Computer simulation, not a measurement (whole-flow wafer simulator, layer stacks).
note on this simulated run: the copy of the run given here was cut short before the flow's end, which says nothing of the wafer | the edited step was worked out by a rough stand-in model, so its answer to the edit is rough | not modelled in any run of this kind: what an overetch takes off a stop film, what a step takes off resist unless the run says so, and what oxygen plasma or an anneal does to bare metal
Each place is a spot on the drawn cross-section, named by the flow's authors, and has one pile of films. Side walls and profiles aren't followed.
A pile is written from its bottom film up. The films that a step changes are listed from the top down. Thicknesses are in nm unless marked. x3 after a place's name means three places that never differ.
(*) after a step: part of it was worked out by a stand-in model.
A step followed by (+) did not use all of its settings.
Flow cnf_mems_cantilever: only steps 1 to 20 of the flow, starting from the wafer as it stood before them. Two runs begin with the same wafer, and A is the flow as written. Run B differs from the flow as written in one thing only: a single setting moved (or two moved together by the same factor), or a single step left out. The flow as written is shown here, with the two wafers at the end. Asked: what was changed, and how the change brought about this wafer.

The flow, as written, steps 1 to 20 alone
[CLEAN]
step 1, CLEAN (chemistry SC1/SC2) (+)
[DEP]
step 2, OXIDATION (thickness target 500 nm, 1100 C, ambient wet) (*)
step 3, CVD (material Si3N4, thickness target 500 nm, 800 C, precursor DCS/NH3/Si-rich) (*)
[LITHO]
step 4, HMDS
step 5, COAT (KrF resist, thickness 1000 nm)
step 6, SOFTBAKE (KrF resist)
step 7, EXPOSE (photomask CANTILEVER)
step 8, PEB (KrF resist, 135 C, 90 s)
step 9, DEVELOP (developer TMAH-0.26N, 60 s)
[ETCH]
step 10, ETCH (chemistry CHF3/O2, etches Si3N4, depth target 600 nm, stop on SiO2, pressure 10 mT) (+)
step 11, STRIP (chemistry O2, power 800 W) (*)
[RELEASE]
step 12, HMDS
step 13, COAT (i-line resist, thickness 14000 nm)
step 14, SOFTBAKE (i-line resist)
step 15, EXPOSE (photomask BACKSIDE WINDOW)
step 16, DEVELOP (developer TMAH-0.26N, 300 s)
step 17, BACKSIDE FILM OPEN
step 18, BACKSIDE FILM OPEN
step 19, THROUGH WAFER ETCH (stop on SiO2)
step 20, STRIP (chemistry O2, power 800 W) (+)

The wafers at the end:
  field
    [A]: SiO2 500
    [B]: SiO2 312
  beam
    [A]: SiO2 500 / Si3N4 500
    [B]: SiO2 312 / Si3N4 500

Cause: step 2, OXIDATION: thickness target 312 nm was run, though the flow has thickness target 500 nm.
The wafer itself shows it: field has SiO2 312, and step 2 as written asks for 500 nm.

How this came from the change, step by step:
  step 2, OXIDATION (thickness target 500 nm, 1100 C, ambient wet) (*)
      field, beam: A +500 SiO2 (new film), -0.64 chemical SiO2 (all of it), -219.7 Si | B +312 SiO2 (new film), -0.64 chemical SiO2 (all of it), -137 Si
  step 19, THROUGH WAFER ETCH (stop on SiO2)
      field: A under 1 film: -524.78 um Si (all of it) | B under 1 film: -524.86 um Si (all of it)
      beam: A under 2 films: -524.78 um Si (all of it) | B under 2 films: -524.86 um Si (all of it)
